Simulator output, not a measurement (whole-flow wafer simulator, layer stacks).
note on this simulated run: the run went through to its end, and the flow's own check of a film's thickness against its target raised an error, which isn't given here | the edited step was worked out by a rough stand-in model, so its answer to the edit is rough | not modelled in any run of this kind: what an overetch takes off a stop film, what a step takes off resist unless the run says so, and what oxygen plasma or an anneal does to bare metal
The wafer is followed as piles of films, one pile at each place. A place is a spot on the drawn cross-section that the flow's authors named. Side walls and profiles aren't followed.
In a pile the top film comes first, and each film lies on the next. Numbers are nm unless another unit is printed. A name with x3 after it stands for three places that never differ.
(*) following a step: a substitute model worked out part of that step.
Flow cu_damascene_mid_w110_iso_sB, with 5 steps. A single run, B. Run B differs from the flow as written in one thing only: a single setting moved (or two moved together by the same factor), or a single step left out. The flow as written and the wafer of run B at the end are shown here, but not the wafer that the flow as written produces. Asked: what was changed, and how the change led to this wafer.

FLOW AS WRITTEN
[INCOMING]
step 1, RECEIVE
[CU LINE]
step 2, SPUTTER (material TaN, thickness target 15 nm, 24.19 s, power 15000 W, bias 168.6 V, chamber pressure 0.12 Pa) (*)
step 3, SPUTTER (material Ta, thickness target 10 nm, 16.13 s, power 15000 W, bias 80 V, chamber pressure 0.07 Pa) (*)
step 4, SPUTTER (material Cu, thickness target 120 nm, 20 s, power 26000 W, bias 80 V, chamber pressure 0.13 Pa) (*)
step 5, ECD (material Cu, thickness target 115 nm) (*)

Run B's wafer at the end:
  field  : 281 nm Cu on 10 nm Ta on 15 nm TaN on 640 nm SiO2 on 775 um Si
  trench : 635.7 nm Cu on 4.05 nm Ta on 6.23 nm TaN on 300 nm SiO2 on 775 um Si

Cause: step 5, ECD: thickness target 161 nm was run, while the flow as written has thickness target 115 nm.

The path from the change to this, step by step:
  step 5, ECD (material Cu, thickness target 115 nm) (*)
      field: +161 Cu (it would be, as written: +115 Cu)
      trench: +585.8 Cu (it would be, as written: +539.8 Cu)
